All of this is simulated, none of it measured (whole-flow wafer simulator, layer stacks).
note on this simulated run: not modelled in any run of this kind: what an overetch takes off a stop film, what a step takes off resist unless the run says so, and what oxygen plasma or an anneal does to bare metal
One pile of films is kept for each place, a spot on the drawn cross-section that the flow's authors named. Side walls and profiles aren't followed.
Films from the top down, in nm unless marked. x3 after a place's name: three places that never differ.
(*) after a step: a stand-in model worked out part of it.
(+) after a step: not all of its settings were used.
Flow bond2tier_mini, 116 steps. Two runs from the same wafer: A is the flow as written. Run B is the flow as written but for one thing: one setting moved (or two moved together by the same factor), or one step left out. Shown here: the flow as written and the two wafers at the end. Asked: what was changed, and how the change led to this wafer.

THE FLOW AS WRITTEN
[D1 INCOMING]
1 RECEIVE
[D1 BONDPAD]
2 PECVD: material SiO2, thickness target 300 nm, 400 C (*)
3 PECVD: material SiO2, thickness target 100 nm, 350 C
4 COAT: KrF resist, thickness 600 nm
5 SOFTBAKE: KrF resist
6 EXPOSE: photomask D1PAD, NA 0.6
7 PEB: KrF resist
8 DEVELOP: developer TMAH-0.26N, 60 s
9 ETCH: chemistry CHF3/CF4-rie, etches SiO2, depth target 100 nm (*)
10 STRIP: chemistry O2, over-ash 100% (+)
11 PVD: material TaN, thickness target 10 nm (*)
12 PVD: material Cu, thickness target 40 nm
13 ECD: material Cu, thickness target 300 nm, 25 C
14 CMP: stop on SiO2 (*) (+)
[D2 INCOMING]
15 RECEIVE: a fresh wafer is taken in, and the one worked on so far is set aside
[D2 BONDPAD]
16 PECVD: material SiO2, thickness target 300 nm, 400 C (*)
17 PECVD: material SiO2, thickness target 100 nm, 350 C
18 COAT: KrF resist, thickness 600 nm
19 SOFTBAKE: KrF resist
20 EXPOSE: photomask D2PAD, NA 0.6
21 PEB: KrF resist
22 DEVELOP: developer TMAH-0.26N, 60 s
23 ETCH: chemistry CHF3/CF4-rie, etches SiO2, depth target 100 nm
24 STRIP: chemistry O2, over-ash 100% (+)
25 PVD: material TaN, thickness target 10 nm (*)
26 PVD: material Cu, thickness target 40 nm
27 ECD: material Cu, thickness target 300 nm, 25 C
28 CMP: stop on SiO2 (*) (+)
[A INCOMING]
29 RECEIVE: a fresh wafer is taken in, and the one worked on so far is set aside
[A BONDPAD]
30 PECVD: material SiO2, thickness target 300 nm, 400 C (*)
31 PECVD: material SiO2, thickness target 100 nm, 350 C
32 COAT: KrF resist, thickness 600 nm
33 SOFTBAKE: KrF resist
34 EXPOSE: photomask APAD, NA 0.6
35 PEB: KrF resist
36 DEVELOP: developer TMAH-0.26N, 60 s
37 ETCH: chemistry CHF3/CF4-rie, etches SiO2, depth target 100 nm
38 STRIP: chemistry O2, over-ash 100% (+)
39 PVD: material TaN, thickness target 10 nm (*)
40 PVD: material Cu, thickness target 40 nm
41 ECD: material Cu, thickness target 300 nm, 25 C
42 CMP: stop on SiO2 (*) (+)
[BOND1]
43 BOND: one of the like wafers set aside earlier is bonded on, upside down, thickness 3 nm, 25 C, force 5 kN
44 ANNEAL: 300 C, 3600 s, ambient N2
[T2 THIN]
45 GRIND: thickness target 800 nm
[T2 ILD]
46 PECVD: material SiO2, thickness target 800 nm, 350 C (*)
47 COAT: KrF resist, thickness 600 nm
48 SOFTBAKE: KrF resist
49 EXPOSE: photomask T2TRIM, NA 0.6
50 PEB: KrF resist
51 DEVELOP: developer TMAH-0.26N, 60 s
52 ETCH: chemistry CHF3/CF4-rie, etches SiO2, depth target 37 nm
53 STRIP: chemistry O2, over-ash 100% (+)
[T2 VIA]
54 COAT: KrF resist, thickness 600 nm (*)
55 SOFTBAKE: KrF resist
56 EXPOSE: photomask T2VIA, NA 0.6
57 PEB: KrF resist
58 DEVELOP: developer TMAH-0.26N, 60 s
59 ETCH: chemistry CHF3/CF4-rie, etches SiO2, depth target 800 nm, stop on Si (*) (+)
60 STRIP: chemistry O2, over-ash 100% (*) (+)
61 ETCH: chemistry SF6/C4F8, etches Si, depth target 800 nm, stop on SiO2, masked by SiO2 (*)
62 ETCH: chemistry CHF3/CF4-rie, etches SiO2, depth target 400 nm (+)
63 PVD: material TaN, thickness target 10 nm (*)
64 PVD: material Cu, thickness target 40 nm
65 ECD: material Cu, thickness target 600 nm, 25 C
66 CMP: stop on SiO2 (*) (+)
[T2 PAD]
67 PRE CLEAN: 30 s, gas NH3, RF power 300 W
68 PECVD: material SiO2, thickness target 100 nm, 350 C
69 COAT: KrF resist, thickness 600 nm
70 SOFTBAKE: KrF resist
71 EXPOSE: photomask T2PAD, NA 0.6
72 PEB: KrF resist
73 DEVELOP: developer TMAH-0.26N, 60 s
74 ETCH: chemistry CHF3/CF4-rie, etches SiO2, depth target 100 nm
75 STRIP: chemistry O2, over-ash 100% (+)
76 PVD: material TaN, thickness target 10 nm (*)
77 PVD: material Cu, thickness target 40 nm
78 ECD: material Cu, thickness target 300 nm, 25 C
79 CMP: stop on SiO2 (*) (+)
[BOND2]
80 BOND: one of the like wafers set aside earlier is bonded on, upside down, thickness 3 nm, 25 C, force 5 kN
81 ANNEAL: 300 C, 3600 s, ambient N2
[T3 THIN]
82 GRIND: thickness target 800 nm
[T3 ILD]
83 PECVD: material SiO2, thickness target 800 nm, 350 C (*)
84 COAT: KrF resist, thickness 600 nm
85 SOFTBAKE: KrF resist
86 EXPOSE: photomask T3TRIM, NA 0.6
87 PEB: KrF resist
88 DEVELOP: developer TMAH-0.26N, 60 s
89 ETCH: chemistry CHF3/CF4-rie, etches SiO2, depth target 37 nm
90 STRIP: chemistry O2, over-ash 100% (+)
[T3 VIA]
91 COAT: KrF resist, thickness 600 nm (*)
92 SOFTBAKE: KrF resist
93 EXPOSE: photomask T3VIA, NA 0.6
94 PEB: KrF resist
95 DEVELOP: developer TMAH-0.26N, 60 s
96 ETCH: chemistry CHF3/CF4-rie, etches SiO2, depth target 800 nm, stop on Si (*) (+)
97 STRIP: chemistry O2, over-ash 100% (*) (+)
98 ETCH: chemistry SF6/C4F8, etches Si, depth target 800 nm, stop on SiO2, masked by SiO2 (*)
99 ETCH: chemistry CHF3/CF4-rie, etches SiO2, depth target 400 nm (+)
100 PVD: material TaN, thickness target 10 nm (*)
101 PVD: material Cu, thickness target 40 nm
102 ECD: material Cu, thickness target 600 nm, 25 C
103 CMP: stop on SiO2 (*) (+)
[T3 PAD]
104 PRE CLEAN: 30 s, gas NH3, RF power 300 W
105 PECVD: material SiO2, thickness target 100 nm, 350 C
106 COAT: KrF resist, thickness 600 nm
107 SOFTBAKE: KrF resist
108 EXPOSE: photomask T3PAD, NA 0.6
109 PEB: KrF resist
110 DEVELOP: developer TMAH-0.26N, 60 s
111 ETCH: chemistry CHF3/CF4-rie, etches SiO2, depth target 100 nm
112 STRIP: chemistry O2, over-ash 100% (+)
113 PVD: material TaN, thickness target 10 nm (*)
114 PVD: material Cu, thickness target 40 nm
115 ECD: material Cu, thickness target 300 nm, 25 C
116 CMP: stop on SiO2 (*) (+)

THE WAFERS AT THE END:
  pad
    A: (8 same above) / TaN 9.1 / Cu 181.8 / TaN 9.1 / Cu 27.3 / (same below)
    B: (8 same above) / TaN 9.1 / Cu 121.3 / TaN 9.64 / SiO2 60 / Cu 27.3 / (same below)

The cause: step 74, ETCH: depth target 40 nm was run, where the flow has depth target 100 nm.

How the change led to this, step by step:
  74 ETCH: chemistry CHF3/CF4-rie, etches SiO2, depth target 100 nm
      pad: A SiO2 -100 (all of it) | B SiO2 -40
      field: A KrF resist -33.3 | B KrF resist -13.3
  75 STRIP: chemistry O2, over-ash 100% (+)
      field: A KrF resist -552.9 (all of it) | B KrF resist -572.9 (all of it)
  76 PVD: material TaN, thickness target 10 nm (*)
      pad: A TaN +9.1 (new film) | B TaN +9.64 (new film)
  77 PVD: material Cu, thickness target 40 nm
      pad: A Cu +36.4 (new film) | B Cu +38.5 (new film)
  78 ECD: material Cu, thickness target 300 nm, 25 C
      pad: A Cu +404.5 | B Cu +341.8
Counting metal films that touch as one body, pad has 4 bodies (between them, from the top down: SiO2 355 / Si 800 / chemical SiO2 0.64 / SiO2 300; SiO2 60; SiO2 355 / Si 800 / chemical SiO2 0.64 / SiO2 300); the flow as written gives 3 bodies (between them, from the top down: SiO2 355 / Si 800 / chemical SiO2 0.64 / SiO2 300; SiO2 355 / Si 800 / chemical SiO2 0.64 / SiO2 300).
